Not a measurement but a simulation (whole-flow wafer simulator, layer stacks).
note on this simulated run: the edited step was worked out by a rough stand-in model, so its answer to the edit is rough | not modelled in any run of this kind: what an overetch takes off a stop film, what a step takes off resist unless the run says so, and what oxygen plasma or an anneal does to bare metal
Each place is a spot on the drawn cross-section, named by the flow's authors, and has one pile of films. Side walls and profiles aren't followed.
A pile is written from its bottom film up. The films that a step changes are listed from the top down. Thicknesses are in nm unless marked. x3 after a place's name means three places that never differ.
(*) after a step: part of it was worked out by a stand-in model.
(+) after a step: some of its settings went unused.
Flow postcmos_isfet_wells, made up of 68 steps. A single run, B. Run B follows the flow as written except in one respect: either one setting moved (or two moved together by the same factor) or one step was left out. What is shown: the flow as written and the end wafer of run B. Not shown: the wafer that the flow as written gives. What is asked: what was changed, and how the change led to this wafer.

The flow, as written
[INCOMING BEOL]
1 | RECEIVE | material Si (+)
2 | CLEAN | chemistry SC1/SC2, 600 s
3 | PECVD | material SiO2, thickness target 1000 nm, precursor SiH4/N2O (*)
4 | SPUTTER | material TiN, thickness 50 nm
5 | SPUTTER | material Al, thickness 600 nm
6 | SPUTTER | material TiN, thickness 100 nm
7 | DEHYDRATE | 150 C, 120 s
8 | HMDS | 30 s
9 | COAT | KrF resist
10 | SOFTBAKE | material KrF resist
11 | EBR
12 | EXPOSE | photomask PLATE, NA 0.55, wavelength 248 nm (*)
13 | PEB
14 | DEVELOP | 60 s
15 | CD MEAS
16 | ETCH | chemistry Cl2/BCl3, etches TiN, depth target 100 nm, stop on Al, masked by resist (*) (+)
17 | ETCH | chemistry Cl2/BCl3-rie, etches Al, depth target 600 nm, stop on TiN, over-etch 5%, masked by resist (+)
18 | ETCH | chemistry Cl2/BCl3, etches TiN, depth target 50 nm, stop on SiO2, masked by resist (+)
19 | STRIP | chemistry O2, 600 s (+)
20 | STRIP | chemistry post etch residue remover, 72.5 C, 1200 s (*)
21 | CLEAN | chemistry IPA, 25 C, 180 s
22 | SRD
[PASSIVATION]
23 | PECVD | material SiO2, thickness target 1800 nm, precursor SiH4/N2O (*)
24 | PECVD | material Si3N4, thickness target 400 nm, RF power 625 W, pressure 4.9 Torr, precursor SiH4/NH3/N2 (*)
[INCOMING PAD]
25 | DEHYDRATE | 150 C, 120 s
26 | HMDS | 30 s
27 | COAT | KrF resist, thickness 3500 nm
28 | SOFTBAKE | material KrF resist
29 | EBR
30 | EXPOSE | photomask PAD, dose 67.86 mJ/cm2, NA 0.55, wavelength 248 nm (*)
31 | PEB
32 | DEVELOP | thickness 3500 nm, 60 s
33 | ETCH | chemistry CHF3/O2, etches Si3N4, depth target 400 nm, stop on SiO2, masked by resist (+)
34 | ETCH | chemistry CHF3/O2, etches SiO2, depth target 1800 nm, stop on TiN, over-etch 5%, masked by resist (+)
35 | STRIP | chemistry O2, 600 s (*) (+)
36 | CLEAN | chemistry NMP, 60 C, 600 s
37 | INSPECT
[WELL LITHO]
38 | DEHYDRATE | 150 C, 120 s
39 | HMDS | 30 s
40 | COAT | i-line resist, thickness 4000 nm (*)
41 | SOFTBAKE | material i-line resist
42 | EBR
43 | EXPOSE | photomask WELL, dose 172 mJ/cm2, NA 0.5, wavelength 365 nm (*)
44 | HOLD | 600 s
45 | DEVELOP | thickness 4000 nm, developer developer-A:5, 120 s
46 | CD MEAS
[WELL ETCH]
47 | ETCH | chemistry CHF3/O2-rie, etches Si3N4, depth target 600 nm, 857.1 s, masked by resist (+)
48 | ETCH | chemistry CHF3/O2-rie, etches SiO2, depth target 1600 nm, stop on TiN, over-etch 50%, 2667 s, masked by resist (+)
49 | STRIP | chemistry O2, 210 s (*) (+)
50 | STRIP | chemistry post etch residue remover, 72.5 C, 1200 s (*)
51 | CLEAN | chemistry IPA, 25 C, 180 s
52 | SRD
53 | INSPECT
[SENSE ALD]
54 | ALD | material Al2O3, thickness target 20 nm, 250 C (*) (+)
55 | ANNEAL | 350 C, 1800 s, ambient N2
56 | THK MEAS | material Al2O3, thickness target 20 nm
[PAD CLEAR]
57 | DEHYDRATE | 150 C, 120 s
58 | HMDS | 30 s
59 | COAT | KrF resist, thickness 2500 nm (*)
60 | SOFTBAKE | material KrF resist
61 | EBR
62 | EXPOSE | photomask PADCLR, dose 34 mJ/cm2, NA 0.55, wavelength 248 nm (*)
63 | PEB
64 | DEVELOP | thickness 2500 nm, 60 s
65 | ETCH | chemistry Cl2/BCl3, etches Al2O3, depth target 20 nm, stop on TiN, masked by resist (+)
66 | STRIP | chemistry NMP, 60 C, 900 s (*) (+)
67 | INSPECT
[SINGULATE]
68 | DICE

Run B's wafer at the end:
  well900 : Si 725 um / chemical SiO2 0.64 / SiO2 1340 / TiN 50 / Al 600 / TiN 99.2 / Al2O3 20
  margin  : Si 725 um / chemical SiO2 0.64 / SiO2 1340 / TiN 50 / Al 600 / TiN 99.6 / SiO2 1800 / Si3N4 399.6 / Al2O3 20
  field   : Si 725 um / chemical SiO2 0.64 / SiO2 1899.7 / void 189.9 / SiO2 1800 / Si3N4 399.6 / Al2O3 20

The reason: step 3, PECVD: thickness target 1340 nm was run, whereas the flow has thickness target 1000 nm.
One can read it off the wafer: well900 has SiO2 1340, and step 3 as written asks for 1000 nm.

Step by step, how the change led to this:
  3 | PECVD | material SiO2, thickness target 1000 nm, precursor SiH4/N2O (*)
      field, margin, well900, well1300 x3, pad_rim, pad_clr, pad_open: +1340 SiO2 (new film) (it would be, as written: +1000 SiO2 (new film))
